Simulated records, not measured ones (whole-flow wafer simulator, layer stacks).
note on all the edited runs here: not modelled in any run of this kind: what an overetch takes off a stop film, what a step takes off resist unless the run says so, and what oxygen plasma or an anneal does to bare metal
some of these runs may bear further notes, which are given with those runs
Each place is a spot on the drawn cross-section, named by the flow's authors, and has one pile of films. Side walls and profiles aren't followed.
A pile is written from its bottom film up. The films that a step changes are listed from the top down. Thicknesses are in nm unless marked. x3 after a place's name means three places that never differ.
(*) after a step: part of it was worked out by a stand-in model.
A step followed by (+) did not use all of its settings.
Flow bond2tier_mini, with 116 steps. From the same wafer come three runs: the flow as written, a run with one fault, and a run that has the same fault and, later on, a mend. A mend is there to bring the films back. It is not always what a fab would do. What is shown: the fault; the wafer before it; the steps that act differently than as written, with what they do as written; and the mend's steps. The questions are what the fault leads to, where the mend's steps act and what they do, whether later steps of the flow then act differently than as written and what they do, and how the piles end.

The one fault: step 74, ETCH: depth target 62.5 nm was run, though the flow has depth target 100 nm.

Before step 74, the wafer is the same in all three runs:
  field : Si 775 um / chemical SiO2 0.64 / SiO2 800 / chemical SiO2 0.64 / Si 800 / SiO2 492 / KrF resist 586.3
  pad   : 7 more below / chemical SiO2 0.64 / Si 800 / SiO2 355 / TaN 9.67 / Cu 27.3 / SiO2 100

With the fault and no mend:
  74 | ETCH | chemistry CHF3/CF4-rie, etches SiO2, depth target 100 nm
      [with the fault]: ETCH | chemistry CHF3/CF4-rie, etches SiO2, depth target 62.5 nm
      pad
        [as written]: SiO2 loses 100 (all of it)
        [with the fault]: SiO2 loses 62.5
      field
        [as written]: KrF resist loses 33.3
        [with the fault]: KrF resist loses 20.8
  Steps further on in the flow that do not act as written (not shown: 1 more step that differs only slightly, by at most 2% or 0.5 nm, whichever is larger):
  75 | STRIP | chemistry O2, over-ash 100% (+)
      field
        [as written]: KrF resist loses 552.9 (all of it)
        [with the fault]: KrF resist loses 565.4 (all of it)
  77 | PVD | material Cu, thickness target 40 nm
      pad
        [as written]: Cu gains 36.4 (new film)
        [with the fault]: Cu gains 37.7 (new film)
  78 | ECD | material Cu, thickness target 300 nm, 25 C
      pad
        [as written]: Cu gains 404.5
        [with the fault]: Cu gains 365.3
  The piles end different from the flow's at pad by more than 2% or 0.5 nm, whichever is larger.
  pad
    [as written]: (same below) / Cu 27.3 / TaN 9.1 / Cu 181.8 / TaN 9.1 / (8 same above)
    [with the fault]: (same below) / Cu 27.3 / SiO2 37.5 / TaN 9.44 / Cu 144 / TaN 9.1 / (8 same above)

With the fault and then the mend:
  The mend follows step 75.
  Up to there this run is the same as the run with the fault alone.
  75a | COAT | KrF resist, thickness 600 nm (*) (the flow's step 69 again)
      field
        KrF resist gains 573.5 (new film)
      pad
        KrF resist gains 627.6 (new film)
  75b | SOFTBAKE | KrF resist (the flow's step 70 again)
      alters no film at any place that is followed
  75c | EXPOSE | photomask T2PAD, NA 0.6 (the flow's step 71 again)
      alters no film at any place that is followed
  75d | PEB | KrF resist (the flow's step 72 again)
      alters no film at any place that is followed
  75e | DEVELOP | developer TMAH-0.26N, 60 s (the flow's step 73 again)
      field
        KrF resist loses 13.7
      pad
        KrF resist loses 627.6 (all of it)
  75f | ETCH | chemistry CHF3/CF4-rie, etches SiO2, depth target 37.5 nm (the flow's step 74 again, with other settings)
      field
        KrF resist loses 12.5
      pad
        SiO2 loses 37.5 (all of it)
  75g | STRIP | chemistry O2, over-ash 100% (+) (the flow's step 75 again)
      field
        KrF resist loses 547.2 (all of it)
  Every later step of the flow that is run acts as written at every place that is followed.
  The piles end the same as the flow's at every place that both follow.
